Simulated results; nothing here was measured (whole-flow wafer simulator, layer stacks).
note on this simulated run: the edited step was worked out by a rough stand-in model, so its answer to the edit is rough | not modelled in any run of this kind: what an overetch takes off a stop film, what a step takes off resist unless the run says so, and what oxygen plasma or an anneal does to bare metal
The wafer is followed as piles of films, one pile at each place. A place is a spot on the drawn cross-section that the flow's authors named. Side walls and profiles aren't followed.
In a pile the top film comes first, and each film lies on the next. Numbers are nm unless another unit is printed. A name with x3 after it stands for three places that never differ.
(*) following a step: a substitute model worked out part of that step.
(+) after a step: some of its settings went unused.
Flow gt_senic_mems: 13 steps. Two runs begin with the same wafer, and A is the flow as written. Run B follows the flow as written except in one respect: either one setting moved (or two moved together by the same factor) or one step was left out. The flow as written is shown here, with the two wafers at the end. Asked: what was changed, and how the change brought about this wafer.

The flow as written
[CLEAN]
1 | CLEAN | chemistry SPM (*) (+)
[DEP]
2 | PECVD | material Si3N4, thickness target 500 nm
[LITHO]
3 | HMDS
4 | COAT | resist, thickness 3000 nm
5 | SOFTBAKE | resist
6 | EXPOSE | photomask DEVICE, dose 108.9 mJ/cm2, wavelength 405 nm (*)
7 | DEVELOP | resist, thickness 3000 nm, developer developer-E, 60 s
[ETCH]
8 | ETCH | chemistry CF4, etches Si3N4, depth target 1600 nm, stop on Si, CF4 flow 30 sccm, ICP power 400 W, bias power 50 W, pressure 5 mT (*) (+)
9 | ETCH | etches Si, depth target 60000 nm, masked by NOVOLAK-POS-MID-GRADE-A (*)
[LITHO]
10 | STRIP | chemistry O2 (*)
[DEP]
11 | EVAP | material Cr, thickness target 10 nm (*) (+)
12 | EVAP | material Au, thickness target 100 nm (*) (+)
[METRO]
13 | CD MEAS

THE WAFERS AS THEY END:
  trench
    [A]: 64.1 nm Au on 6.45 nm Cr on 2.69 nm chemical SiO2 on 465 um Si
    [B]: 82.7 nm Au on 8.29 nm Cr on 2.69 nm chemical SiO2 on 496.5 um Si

What caused this: step 9, ETCH: depth target 28500 nm was run, while the flow as written has depth target 60000 nm.

The path from the change to this, step by step:
  9 | ETCH | etches Si, depth target 60000 nm, masked by NOVOLAK-POS-MID-GRADE-A (*)
      field: A resist loses 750 | B resist loses 356.2
      trench: A Si loses 60 um | B Si loses 28.5 um
  10 | STRIP | chemistry O2 (*)
      field: A resist loses 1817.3 (all of it) | B resist loses 2211.1 (all of it)
  11 | EVAP | material Cr, thickness target 10 nm (*) (+)
      trench: A Cr gains 6.45 (new film) | B Cr gains 8.29 (new film)
  12 | EVAP | material Au, thickness target 100 nm (*) (+)
      trench: A Au gains 64.1 (new film) | B Au gains 82.7 (new film)
